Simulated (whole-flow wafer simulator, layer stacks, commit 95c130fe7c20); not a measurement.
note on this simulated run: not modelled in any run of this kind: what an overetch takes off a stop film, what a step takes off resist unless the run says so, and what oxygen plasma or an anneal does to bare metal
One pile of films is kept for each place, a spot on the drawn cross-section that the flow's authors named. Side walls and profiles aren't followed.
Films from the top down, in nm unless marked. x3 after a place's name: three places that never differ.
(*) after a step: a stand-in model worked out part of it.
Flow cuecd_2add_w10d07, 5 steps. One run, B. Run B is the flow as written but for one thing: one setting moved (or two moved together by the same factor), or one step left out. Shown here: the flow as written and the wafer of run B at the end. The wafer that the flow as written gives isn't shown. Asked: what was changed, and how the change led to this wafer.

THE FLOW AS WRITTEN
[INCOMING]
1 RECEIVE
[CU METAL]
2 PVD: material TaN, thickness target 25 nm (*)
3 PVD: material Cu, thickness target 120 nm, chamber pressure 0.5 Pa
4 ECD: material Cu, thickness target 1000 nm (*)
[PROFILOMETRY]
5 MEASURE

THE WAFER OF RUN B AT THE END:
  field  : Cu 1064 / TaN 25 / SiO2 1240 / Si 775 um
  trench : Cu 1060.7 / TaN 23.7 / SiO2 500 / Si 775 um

The cause: step 3, PVD: thickness target 64 nm was run, where the flow has thickness target 120 nm.

How the change led to this, step by step:
  3 PVD: material Cu, thickness target 120 nm, chamber pressure 0.5 Pa
      field: Cu +64 (new film) (as written it would be: Cu +120 (new film))
      trench: Cu +60.7 (new film) (as written it would be: Cu +114 (new film))
